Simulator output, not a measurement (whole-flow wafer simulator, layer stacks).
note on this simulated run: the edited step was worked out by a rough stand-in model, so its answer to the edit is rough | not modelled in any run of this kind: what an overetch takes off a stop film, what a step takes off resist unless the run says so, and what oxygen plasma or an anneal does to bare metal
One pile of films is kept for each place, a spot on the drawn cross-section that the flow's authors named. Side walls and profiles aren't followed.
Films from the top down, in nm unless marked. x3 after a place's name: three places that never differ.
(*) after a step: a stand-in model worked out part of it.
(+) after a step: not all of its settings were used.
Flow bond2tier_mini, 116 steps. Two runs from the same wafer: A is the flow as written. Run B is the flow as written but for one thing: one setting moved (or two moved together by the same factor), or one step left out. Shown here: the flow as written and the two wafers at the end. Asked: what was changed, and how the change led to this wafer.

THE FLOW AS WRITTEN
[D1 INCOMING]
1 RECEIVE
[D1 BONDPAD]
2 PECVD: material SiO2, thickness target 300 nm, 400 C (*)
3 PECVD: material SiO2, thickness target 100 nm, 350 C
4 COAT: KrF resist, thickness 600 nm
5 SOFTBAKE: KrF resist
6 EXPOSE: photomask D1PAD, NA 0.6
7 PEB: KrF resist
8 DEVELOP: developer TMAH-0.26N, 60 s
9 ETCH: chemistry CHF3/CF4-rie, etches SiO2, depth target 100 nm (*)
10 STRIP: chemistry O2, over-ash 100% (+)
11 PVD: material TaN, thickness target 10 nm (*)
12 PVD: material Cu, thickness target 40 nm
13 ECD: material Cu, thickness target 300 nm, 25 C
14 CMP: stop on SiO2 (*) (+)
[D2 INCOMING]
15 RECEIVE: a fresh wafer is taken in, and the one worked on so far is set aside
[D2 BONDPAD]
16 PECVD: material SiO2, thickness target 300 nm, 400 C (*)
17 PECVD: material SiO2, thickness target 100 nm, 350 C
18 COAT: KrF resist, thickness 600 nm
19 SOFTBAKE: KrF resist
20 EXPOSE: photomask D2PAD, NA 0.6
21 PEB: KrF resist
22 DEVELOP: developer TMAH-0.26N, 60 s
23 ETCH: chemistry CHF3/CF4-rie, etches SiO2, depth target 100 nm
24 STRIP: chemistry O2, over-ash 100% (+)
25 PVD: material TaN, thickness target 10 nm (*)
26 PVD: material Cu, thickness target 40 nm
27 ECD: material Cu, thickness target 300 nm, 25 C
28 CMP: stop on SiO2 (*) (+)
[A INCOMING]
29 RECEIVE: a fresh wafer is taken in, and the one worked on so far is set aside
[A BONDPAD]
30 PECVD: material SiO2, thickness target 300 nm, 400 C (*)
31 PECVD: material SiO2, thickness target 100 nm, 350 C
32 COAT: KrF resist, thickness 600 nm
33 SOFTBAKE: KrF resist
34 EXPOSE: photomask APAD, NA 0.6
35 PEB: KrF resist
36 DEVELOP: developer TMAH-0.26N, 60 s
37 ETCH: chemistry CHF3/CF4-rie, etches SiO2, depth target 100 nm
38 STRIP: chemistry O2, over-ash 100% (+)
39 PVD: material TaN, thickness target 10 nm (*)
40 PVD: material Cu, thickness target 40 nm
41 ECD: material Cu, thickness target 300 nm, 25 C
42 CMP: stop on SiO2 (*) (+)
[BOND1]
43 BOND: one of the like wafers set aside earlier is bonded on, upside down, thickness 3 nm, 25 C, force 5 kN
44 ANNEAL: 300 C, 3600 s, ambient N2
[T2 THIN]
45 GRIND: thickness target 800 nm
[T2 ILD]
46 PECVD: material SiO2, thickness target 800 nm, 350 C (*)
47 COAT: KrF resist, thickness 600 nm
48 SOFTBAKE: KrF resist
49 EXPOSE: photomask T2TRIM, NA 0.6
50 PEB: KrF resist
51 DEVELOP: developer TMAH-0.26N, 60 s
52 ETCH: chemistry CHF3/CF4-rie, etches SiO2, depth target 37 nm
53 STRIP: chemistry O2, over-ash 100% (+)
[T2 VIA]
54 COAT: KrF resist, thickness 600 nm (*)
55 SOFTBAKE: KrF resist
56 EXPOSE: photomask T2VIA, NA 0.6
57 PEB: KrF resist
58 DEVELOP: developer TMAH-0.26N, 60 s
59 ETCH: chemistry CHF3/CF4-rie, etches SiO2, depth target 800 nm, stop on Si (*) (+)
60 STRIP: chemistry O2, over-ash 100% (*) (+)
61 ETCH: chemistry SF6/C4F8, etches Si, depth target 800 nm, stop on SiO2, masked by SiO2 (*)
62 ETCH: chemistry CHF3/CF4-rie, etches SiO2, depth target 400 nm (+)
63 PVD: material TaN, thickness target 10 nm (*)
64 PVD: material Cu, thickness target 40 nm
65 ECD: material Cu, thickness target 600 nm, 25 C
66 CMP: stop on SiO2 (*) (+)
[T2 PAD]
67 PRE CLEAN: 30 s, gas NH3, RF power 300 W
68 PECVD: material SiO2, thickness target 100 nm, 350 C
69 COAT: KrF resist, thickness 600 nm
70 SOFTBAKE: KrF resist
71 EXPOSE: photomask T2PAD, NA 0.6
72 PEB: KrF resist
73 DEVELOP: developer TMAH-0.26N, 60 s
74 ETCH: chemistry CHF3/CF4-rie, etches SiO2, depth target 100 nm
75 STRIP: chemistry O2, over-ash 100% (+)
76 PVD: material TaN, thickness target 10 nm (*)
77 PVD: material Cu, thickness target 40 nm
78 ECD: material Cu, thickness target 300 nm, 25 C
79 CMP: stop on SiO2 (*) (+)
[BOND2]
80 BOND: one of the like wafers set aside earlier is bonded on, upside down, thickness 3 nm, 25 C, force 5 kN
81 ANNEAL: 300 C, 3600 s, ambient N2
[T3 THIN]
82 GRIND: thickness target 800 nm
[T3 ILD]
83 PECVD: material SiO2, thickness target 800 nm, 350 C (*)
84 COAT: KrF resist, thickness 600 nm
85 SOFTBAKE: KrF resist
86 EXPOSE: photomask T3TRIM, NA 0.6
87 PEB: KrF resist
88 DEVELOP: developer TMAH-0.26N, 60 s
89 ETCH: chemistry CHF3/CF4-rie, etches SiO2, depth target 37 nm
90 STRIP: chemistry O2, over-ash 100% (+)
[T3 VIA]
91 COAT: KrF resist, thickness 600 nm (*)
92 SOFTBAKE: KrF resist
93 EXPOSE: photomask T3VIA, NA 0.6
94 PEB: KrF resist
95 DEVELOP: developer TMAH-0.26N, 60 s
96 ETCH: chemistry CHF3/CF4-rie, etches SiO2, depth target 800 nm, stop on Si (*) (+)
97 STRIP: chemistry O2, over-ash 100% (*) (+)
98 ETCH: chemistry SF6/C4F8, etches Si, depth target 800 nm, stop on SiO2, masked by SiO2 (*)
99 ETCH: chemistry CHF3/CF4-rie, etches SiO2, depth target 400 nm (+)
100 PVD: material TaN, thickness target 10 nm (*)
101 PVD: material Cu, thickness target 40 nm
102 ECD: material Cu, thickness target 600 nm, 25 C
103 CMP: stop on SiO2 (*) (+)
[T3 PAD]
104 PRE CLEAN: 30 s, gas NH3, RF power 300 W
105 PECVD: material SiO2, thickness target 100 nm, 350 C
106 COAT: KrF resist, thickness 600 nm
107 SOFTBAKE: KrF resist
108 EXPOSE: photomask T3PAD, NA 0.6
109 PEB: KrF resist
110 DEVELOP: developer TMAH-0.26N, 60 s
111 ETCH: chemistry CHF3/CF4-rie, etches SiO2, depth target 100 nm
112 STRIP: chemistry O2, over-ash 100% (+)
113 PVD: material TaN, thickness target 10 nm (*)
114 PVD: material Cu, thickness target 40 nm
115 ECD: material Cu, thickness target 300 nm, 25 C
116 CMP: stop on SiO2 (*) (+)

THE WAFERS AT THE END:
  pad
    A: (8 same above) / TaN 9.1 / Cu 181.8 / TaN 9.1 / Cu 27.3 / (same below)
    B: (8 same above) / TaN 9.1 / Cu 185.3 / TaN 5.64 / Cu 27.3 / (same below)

The cause: step 76, PVD: thickness target 6.2 nm was run, where the flow has thickness target 10 nm.

How the change led to this, step by step:
  76 PVD: material TaN, thickness target 10 nm (*)
      field: A TaN +10 (new film) | B TaN +6.2 (new film)
      pad: A TaN +9.1 (new film) | B TaN +5.64 (new film)
  79 CMP: stop on SiO2 (*) (+)
      field: A Cu -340 (all of it), TaN -10 (all of it) | B Cu -340 (all of it), TaN -6.2 (all of it)
